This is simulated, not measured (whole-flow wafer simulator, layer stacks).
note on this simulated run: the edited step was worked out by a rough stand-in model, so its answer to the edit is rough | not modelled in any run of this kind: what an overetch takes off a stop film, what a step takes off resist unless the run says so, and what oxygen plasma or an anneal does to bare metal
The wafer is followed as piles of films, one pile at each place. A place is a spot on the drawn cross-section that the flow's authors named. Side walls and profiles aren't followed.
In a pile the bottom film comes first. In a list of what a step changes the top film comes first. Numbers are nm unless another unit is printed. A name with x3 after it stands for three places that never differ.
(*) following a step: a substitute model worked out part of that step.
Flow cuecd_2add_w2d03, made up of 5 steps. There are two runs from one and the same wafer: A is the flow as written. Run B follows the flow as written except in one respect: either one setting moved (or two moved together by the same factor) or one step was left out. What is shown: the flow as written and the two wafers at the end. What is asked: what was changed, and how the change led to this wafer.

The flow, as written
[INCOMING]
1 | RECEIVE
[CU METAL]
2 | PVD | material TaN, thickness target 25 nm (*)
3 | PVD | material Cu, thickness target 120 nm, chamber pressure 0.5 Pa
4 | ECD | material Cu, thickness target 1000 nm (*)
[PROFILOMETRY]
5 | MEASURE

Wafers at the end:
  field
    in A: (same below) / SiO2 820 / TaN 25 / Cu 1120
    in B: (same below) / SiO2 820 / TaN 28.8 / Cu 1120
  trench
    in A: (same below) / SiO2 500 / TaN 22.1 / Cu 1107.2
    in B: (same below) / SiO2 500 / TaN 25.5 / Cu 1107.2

The reason: step 2, PVD: thickness target 28.8 nm was run, while the flow as written has thickness target 25 nm.
The wafer lets one read it off: field has TaN 28.8, and step 2 as written asks for 25 nm.

Step by step, how the change led to this:
  2 | PVD | material TaN, thickness target 25 nm (*)
      field: A TaN gains 25 (new film) | B TaN gains 28.8 (new film)
      trench: A TaN gains 22.1 (new film) | B TaN gains 25.5 (new film)
